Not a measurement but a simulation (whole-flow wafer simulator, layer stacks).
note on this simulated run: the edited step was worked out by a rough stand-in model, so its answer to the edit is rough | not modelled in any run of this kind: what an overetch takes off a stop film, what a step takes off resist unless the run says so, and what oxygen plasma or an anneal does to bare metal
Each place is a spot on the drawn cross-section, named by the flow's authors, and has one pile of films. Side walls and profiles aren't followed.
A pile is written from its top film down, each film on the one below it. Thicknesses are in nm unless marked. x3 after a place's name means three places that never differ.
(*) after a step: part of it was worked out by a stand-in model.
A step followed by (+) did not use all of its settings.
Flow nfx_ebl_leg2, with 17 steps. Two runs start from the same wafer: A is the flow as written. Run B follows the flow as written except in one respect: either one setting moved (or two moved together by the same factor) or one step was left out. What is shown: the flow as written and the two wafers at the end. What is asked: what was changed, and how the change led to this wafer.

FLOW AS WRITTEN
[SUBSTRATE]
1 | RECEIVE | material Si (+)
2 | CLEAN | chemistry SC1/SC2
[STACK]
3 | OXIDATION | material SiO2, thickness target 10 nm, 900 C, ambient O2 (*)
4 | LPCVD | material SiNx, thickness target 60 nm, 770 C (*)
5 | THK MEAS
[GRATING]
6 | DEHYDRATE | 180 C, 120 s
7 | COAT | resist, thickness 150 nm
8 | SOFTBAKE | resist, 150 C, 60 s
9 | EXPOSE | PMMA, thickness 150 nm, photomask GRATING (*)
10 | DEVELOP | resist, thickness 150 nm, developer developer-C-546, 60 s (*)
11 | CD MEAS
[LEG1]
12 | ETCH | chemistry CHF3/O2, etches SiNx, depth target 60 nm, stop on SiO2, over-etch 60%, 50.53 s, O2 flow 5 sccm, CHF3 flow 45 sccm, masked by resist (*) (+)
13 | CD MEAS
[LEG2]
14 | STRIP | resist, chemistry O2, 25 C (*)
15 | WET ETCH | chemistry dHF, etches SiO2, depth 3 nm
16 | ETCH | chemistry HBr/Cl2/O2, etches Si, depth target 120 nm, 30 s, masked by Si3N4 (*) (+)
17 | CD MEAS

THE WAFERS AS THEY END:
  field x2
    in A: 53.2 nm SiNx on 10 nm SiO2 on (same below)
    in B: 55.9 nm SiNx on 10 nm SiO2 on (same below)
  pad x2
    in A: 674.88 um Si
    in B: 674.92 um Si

What caused this: step 16, ETCH: depth target 72 nm was run, though the flow has depth target 120 nm; step 16, ETCH: 18 s was run, where the flow has 30 s.

The path from the change to this, step by step:
  16 | ETCH | chemistry HBr/Cl2/O2, etches Si, depth target 120 nm, 30 s, masked by Si3N4 (*) (+)
      field x2: A -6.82 SiNx | B -4.09 SiNx
      pad x2: A -120 Si | B -72 Si
